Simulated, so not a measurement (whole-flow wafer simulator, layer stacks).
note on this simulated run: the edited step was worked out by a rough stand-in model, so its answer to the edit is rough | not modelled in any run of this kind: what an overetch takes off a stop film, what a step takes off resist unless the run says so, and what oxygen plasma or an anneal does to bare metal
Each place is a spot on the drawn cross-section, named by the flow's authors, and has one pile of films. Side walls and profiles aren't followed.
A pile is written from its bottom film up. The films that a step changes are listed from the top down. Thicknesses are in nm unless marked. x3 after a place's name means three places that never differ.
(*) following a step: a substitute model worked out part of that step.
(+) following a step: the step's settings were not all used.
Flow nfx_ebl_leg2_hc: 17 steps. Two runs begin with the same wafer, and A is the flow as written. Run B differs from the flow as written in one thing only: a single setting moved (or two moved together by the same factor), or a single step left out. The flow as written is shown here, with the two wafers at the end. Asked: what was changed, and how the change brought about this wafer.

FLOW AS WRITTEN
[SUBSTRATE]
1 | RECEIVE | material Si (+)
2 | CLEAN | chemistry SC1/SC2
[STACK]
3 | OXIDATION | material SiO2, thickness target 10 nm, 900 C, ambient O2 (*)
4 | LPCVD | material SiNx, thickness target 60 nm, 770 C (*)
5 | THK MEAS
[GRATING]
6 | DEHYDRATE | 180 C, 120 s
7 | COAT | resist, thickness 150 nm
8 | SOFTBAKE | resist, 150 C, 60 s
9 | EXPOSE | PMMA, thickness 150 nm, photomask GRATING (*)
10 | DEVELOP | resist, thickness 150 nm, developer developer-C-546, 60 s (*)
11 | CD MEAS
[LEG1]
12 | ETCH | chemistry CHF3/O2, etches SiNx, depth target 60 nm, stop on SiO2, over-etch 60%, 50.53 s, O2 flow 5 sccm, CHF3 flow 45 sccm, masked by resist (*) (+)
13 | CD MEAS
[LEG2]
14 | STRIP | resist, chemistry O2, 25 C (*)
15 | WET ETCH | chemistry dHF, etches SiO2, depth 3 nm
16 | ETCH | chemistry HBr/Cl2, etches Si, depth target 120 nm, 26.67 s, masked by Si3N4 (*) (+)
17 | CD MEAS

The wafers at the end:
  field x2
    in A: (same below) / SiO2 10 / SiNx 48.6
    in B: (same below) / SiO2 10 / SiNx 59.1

The reason: step 4, LPCVD: thickness target 70.5 nm was run, though the flow has thickness target 60 nm.

Step by step, how the change led to this:
  4 | LPCVD | material SiNx, thickness target 60 nm, 770 C (*)
      field x2, pad x2: A SiNx gains 60 (new film) | B SiNx gains 70.5 (new film)
  12 | ETCH | chemistry CHF3/O2, etches SiNx, depth target 60 nm, stop on SiO2, over-etch 60%, 50.53 s, O2 flow 5 sccm, CHF3 flow 45 sccm, masked by resist (*) (+)
      pad x2: A SiNx loses 60 (all of it), SiO2 loses 10 (all of it) | B SiNx loses 70.5 (all of it), SiO2 loses 10 (all of it)
